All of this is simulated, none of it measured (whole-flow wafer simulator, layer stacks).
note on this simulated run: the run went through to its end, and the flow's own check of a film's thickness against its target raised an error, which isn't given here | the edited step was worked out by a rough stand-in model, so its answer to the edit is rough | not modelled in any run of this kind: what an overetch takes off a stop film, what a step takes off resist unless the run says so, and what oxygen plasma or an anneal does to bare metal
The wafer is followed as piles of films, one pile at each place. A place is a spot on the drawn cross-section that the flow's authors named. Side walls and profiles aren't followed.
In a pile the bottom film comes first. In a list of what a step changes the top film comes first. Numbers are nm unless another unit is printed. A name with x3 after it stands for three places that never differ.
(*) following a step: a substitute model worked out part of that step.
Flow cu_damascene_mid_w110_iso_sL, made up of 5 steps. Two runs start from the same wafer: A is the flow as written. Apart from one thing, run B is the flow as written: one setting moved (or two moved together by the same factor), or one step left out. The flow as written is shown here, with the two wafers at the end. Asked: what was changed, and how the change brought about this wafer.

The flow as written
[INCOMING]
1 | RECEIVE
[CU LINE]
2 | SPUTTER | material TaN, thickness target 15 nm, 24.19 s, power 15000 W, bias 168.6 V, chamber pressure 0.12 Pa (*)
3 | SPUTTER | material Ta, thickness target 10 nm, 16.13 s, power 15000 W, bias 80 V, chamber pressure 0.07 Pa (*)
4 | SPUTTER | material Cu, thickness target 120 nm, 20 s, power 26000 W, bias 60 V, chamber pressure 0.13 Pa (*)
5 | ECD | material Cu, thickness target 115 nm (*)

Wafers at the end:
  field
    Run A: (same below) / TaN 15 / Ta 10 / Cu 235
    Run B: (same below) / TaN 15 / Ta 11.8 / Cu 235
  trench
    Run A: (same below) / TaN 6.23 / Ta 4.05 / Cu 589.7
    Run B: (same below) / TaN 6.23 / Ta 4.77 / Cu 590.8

Cause: step 3, SPUTTER: thickness target 11.8 nm was run, while the flow as written has thickness target 10 nm; step 3, SPUTTER: 18.95 s was run, where the flow has 16.13 s.
The wafer itself shows it: field has Ta 11.8, and step 3 as written asks for 10 nm.

How this came from the change, step by step:
  3 | SPUTTER | material Ta, thickness target 10 nm, 16.13 s, power 15000 W, bias 80 V, chamber pressure 0.07 Pa (*)
      field: A Ta gains 10 (new film) | B Ta gains 11.8 (new film)
      trench: A Ta gains 4.05 (new film) | B Ta gains 4.77 (new film)
